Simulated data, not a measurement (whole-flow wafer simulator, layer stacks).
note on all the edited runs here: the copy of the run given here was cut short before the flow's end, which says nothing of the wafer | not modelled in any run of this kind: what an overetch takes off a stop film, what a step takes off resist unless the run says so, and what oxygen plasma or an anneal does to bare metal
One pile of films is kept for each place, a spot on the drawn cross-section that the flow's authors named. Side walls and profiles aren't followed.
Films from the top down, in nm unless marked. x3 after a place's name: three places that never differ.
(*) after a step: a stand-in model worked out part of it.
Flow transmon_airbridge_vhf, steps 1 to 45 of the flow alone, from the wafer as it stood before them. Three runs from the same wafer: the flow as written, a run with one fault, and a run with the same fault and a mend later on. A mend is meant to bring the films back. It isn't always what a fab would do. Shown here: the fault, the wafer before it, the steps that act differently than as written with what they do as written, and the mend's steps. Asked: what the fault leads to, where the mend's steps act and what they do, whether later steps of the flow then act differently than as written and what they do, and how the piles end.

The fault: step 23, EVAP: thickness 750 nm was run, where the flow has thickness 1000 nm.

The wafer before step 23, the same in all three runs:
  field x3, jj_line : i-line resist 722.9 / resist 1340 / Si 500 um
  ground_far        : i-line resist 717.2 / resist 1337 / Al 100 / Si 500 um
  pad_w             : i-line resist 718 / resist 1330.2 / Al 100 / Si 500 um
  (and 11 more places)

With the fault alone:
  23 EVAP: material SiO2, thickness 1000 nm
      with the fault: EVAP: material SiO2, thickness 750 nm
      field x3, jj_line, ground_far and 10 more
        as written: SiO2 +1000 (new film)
        with the fault: SiO2 +750 (new film)
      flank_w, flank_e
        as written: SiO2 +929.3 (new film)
        with the fault: SiO2 +697 (new film)
  Later steps of the flow that act differently than as written (2 more steps differ only slightly, by at most 2% or 0.5 nm, whichever is larger, and aren't shown):
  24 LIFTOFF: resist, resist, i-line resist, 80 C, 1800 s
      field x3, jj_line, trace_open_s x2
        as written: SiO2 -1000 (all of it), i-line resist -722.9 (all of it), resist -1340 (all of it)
        with the fault: SiO2 -750 (all of it), i-line resist -722.9 (all of it), resist -1340 (all of it)
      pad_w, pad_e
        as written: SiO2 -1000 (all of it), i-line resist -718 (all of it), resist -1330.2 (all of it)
        with the fault: SiO2 -750 (all of it), i-line resist -718 (all of it), resist -1330.2 (all of it)
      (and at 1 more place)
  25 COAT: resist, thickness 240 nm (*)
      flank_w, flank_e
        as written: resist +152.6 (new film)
        with the fault: resist +161.1 (new film)
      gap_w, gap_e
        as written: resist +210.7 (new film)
        with the fault: resist +221.5 (new film)
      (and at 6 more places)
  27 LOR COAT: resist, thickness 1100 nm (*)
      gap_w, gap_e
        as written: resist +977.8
        with the fault: resist +1012.5
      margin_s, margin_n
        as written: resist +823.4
        with the fault: resist +884.3
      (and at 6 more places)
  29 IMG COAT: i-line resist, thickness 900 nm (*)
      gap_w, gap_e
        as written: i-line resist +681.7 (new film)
        with the fault: i-line resist +742.5 (new film)
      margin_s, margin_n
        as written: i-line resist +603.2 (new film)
        with the fault: i-line resist +682.1 (new film)
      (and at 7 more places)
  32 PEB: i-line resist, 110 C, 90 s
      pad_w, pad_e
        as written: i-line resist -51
        with the fault: i-line resist -49.8
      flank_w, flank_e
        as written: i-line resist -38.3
        with the fault: i-line resist -40.8
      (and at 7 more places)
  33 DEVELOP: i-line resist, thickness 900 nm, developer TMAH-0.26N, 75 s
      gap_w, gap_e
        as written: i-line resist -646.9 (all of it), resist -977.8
        with the fault: i-line resist -704.6 (all of it), resist -1012.5
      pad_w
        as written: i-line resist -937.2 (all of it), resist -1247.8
        with the fault: i-line resist -916 (all of it), resist -1208.7
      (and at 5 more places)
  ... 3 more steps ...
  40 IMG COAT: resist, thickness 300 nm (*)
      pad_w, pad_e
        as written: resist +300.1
        with the fault: resist +293.2
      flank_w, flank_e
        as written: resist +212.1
        with the fault: resist +220
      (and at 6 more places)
  At the end the piles differ from the flow's by more than 2% or 0.5 nm, whichever is larger, at pad_w, flank_w, gap_w and 7 more.
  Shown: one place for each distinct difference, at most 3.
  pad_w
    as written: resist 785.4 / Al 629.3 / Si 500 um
    with the fault: resist 764.3 / Al 629.6 / Si 500 um
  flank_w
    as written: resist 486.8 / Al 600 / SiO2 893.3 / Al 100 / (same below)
    with the fault: resist 514.1 / Al 600 / SiO2 661 / Al 100 / (same below)
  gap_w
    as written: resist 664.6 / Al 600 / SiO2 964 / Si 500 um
    with the fault: resist 685.9 / Al 600 / SiO2 714 / Si 500 um

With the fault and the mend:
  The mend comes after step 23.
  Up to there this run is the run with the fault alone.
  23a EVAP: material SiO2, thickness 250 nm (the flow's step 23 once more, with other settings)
      field x3, jj_line, ground_far and 10 more
        SiO2 +250
      flank_w, flank_e
        SiO2 +232.5
  No later step of the flow acts differently than as written, at any place that is followed, by more than 2% or 0.5 nm, whichever is larger.
  At the end the piles differ from the flow's only slightly at the places that both follow, by at most 2% or 0.5 nm, whichever is larger.
